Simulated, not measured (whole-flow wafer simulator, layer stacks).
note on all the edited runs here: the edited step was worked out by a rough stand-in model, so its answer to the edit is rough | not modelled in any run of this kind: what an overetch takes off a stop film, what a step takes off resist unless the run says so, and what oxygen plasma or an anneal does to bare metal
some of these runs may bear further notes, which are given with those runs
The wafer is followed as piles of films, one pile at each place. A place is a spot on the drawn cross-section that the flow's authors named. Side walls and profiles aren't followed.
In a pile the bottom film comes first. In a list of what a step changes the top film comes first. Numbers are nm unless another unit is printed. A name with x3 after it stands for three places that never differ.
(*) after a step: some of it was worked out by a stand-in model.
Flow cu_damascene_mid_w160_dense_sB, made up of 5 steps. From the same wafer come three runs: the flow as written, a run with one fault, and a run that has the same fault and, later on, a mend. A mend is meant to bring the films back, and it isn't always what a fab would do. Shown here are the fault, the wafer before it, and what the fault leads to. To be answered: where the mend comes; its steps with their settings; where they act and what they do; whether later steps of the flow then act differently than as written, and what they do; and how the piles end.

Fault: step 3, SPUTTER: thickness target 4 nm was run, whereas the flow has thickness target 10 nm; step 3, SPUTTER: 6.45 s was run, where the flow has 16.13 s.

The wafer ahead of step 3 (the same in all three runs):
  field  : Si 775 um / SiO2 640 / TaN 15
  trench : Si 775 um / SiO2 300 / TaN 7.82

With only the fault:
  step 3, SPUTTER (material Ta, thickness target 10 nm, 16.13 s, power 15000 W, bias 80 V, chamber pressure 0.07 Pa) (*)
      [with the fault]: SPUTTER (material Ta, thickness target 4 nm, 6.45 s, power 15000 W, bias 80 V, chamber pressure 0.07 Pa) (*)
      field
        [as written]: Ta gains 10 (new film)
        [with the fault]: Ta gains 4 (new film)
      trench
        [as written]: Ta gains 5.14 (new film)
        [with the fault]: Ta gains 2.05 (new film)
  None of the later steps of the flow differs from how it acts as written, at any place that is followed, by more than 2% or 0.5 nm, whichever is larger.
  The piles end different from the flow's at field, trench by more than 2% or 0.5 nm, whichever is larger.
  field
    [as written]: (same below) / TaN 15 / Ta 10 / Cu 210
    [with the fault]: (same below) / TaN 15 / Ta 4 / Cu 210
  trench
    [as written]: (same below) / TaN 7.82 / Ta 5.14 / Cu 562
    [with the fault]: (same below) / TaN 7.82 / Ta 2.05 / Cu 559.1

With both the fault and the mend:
  The mend follows step 3.
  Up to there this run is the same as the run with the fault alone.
  step 3a, SPUTTER (material Ta, thickness target 6 nm, 9.678 s, power 15000 W, bias 80 V, chamber pressure 0.07 Pa) (*) (the flow's step 3, run once more with other settings)
      field
        Ta gains 6
      trench
        Ta gains 3.05
  None of the later steps of the flow differs from how it acts as written, at any place that is followed, by more than 2% or 0.5 nm, whichever is larger.
  The piles end only slightly different from the flow's at the places that both follow, by no more than 2% or 0.5 nm, whichever is larger.
